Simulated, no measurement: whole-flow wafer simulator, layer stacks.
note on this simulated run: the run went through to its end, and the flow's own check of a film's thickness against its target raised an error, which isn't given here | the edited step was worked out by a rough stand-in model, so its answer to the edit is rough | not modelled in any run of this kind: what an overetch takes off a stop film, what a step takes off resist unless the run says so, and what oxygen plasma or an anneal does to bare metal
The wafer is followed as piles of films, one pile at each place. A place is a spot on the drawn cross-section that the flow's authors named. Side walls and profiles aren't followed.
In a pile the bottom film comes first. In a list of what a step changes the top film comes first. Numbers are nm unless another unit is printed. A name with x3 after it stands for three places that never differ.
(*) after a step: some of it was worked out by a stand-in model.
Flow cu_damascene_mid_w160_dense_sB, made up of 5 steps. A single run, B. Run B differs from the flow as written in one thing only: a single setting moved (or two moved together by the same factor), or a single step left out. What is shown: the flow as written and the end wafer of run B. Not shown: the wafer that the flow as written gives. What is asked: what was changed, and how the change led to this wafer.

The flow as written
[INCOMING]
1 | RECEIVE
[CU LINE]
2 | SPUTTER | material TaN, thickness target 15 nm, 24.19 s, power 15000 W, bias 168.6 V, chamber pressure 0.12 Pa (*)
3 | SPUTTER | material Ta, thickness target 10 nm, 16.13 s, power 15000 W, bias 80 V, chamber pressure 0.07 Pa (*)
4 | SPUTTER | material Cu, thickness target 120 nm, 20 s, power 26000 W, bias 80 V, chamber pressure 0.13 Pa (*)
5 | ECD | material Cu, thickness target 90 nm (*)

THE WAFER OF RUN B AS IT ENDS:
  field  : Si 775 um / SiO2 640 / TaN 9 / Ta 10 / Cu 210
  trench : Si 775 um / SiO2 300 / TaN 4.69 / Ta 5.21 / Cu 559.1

The reason: step 2, SPUTTER: thickness target 9 nm was run, while the flow as written has thickness target 15 nm; step 2, SPUTTER: 14.51 s was run, where the flow has 24.19 s.
The wafer itself shows it: field has TaN 9, and step 2 as written asks for 15 nm.

The path from the change to this, step by step:
  2 | SPUTTER | material TaN, thickness target 15 nm, 24.19 s, power 15000 W, bias 168.6 V, chamber pressure 0.12 Pa (*)
      field: +9 TaN (new film) (as written it would have been: +15 TaN (new film))
      trench: +4.69 TaN (new film) (as written it would have been: +7.82 TaN (new film))
